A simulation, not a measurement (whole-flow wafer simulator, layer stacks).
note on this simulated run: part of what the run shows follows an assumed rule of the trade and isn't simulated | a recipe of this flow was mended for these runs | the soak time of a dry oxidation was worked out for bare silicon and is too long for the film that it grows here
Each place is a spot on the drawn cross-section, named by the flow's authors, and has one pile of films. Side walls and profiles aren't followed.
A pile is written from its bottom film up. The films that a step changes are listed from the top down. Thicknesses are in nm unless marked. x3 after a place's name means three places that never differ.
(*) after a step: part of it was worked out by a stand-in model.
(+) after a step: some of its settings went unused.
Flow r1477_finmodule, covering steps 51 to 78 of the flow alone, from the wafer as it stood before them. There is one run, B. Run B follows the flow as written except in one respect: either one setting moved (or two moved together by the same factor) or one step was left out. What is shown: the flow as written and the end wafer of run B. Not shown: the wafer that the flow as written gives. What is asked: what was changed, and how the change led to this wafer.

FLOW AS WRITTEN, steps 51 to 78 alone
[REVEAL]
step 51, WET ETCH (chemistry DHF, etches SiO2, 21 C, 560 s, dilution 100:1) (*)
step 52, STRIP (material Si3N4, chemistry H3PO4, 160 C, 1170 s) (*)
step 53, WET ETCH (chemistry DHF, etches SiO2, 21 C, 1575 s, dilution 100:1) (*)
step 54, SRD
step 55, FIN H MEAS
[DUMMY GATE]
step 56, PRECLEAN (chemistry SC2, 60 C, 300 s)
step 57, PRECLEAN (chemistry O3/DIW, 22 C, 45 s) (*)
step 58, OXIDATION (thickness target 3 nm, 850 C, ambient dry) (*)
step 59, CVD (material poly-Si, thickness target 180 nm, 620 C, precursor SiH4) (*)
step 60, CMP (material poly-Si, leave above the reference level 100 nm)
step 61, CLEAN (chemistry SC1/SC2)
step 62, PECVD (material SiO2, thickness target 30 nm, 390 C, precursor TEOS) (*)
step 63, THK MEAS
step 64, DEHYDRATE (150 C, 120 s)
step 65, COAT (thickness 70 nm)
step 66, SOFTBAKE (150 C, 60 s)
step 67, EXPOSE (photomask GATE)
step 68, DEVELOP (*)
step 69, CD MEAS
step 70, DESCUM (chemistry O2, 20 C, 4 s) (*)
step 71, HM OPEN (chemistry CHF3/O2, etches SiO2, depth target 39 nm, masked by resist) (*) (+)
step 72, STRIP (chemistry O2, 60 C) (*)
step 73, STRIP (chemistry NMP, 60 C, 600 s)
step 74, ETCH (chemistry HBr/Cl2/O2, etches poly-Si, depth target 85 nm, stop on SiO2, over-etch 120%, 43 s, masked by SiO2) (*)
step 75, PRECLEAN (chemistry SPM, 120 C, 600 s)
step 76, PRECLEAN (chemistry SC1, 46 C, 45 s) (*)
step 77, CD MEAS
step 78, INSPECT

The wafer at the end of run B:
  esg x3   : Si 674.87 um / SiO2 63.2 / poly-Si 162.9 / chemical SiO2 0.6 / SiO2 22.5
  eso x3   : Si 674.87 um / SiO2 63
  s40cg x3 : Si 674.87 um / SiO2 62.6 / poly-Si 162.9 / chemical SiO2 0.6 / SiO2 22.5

What caused this: step 51, WET ETCH: 896 s was run, though the flow has 560 s.

How this came from the change, step by step:
  step 51, WET ETCH (chemistry DHF, etches SiO2, 21 C, 560 s, dilution 100:1) (*)
      esg x3, e200sg, s40cg x3, s40sg x3, eso x3, e200so, s40co x3, s40so x3: -45 SiO2 (as written it would have been: -28.1 SiO2)
      elg x4, elo x4: -22.3 SiO2 (all of it), -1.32 Si3N4 (as written it would have been: -22.3 SiO2 (all of it), -0.41 Si3N4)
      (also at 8 further places)
  step 52, STRIP (material Si3N4, chemistry H3PO4, 160 C, 1170 s) (*)
      elg x4, elo x4: -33 Si3N4 (all of it), -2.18 SiO2 (as written it would have been: -33.9 Si3N4 (all of it), -2.15 SiO2)
  step 59, CVD (material poly-Si, thickness target 180 nm, 620 C, precursor SiH4) (*)
      esg x3, s40cg x3, s40sg x3, eso x3, s40co x3, s40so x3: +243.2 poly-Si (new film) (as written it would have been: +226.3 poly-Si (new film))
      e200sg, e200so: +243.2 poly-Si (new film) (as written it would have been: +219.2 poly-Si (new film))
  step 60, CMP (material poly-Si, leave above the reference level 100 nm)
      pad, padg: -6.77 poly-Si (as written it would have been: -24.8 poly-Si)
      e200sg, e200so: -80 poly-Si (as written it would have been: -72.9 poly-Si)
  step 74, ETCH (chemistry HBr/Cl2/O2, etches poly-Si, depth target 85 nm, stop on SiO2, over-etch 120%, 43 s, masked by SiO2) (*)
      eso x3, e200so, s40co x3, s40so x3: -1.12 chemical SiO2 (all of it), -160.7 poly-Si (all of it), -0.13 SiO2 (as written it would have been: -1.12 chemical SiO2 (all of it), -143.9 poly-Si (all of it), -0.22 SiO2)
      pad: -1.12 chemical SiO2 (all of it), -170.8 poly-Si (all of it), -0.08 SiO2 (as written it would have been: -1.12 chemical SiO2 (all of it), -152.8 poly-Si (all of it), -0.17 SiO2)
